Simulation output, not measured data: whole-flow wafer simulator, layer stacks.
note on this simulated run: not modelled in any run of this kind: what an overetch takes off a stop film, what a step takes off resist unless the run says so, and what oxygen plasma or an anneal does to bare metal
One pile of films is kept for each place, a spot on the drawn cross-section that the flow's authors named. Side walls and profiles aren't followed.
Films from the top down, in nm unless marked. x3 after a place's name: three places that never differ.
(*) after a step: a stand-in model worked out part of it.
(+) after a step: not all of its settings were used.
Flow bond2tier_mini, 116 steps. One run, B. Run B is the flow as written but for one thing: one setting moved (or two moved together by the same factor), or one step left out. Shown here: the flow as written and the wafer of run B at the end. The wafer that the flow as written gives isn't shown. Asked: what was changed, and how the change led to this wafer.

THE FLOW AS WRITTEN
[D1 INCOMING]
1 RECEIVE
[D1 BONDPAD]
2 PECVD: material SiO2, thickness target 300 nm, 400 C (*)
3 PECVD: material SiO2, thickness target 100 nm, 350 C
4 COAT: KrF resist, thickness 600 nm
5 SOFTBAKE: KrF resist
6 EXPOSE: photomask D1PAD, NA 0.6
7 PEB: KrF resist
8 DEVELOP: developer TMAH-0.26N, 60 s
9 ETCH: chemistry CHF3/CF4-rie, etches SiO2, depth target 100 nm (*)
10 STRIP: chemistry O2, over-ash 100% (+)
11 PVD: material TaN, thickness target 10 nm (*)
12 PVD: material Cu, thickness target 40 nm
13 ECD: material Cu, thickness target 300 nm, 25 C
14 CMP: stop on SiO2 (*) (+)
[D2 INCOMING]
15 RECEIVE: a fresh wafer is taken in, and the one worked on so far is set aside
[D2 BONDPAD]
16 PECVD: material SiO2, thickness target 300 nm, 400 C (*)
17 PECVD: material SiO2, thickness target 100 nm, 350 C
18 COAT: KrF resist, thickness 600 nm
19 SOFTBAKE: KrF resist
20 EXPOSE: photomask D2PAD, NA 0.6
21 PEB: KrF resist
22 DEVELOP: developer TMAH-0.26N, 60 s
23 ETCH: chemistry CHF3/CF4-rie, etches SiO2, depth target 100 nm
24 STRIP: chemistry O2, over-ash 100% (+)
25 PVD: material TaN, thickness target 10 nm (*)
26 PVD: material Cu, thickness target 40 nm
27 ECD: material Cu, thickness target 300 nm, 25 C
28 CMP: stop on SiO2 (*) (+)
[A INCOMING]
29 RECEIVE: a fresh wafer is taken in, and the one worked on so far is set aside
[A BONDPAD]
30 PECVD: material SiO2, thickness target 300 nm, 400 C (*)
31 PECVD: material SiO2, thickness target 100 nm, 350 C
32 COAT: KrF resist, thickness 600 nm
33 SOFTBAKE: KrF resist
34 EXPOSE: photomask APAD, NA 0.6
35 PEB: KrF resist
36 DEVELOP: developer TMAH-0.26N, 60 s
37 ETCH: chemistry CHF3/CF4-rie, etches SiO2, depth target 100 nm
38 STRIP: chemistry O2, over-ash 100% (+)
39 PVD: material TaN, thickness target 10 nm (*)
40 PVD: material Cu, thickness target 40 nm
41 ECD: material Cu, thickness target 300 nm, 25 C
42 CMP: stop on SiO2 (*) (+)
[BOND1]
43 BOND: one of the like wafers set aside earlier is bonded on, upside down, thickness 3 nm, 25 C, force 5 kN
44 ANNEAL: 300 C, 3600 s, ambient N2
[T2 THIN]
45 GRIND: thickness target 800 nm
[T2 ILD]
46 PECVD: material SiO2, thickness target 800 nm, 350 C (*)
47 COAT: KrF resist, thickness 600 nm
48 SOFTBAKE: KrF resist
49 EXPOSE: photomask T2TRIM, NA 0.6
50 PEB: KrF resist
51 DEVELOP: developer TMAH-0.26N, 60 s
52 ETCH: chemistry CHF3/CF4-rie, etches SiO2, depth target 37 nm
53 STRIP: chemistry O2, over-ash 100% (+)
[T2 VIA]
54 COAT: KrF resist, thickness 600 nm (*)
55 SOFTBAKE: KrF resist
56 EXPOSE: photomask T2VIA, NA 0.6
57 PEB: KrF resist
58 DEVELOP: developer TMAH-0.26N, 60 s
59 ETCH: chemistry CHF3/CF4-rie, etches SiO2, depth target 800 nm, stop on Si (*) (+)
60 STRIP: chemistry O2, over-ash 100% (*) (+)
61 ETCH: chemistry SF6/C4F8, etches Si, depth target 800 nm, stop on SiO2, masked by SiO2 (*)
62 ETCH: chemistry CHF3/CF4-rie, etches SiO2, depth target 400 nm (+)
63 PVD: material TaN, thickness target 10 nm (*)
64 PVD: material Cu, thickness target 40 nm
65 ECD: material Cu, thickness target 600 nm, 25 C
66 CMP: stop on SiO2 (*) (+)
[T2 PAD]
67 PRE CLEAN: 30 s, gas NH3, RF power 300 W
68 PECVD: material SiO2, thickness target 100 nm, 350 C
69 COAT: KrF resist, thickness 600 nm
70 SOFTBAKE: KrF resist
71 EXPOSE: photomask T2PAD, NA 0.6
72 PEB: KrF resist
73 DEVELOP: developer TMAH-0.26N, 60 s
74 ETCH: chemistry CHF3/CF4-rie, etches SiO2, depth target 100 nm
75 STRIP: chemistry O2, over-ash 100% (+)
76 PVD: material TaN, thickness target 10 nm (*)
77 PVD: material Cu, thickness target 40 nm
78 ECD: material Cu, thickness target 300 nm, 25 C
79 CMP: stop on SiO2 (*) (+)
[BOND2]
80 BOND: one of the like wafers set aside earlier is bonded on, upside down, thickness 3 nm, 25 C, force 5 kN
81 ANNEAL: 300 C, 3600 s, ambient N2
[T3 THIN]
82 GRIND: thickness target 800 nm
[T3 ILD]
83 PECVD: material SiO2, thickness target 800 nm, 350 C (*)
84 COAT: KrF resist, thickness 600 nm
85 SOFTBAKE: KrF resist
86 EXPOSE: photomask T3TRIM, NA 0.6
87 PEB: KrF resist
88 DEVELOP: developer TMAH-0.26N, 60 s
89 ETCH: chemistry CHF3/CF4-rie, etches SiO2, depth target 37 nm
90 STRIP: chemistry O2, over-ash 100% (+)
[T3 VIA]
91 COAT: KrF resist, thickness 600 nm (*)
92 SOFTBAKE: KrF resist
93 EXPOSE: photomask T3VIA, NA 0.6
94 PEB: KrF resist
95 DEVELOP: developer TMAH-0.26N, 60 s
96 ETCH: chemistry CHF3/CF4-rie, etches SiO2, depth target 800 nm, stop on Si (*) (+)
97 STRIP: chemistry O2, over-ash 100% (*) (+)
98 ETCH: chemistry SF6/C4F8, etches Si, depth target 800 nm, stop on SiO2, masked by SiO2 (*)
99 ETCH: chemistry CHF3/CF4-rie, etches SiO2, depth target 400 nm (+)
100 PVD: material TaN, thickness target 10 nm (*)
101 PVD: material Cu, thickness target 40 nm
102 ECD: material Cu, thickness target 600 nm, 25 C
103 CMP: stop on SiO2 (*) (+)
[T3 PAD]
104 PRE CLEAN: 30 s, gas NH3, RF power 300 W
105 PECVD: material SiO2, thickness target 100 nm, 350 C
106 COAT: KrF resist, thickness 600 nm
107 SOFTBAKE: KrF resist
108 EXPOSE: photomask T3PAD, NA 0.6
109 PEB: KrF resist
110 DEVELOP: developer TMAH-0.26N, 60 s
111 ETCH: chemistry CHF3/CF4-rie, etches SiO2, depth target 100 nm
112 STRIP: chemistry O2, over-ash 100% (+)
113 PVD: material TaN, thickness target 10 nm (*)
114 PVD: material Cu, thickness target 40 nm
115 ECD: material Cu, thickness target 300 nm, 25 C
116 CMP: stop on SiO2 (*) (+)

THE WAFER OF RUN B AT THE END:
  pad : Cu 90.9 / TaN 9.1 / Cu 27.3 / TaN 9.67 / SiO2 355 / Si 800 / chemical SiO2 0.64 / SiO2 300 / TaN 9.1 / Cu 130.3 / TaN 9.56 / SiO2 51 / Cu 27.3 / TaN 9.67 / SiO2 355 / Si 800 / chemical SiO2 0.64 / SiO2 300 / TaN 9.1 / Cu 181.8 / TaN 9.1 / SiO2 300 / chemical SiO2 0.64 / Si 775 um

The cause: step 74, ETCH: depth target 49 nm was run, where the flow has depth target 100 nm.

How the change led to this, step by step:
  74 ETCH: chemistry CHF3/CF4-rie, etches SiO2, depth target 100 nm
      pad: SiO2 -49 (as written it would be: SiO2 -100 (all of it))
      field: KrF resist -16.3 (as written it would be: KrF resist -33.3)
  75 STRIP: chemistry O2, over-ash 100% (+)
      field: KrF resist -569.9 (all of it) (as written it would be: KrF resist -552.9 (all of it))
  77 PVD: material Cu, thickness target 40 nm
      pad: Cu +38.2 (new film) (as written it would be: Cu +36.4 (new film))
  78 ECD: material Cu, thickness target 300 nm, 25 C
      pad: Cu +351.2 (as written it would be: Cu +404.5)
Counting metal films that touch as one body, pad has 4 bodies (between them, from the top down: SiO2 355 / Si 800 / chemical SiO2 0.64 / SiO2 300; SiO2 51; SiO2 355 / Si 800 / chemical SiO2 0.64 / SiO2 300); the flow as written gives 3 bodies (between them, from the top down: SiO2 355 / Si 800 / chemical SiO2 0.64 / SiO2 300; SiO2 355 / Si 800 / chemical SiO2 0.64 / SiO2 300).
